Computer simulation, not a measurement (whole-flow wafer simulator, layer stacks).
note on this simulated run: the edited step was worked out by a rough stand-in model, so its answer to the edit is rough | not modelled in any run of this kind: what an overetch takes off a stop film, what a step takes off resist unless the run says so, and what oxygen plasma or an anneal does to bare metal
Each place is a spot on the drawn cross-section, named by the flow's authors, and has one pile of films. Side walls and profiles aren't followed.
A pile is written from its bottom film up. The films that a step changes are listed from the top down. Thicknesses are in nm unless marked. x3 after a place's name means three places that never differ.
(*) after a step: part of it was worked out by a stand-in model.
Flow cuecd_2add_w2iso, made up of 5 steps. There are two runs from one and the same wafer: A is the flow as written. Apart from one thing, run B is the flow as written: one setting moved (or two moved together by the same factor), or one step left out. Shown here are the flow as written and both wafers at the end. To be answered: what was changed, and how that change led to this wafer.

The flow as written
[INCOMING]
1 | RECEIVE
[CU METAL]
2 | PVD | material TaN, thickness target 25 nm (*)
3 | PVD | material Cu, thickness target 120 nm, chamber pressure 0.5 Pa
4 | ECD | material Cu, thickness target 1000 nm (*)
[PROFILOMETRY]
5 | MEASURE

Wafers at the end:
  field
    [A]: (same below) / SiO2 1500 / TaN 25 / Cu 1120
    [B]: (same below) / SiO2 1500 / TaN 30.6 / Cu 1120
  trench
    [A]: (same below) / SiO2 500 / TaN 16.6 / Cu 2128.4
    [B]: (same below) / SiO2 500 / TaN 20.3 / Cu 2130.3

What caused this: step 2, PVD: thickness target 30.6 nm was run, whereas the flow has thickness target 25 nm.
One can read it off the wafer: field has TaN 30.6, and step 2 as written asks for 25 nm.

How this came from the change, step by step:
  2 | PVD | material TaN, thickness target 25 nm (*)
      field: A TaN gains 25 (new film) | B TaN gains 30.6 (new film)
      trench: A TaN gains 16.6 (new film) | B TaN gains 20.3 (new film)
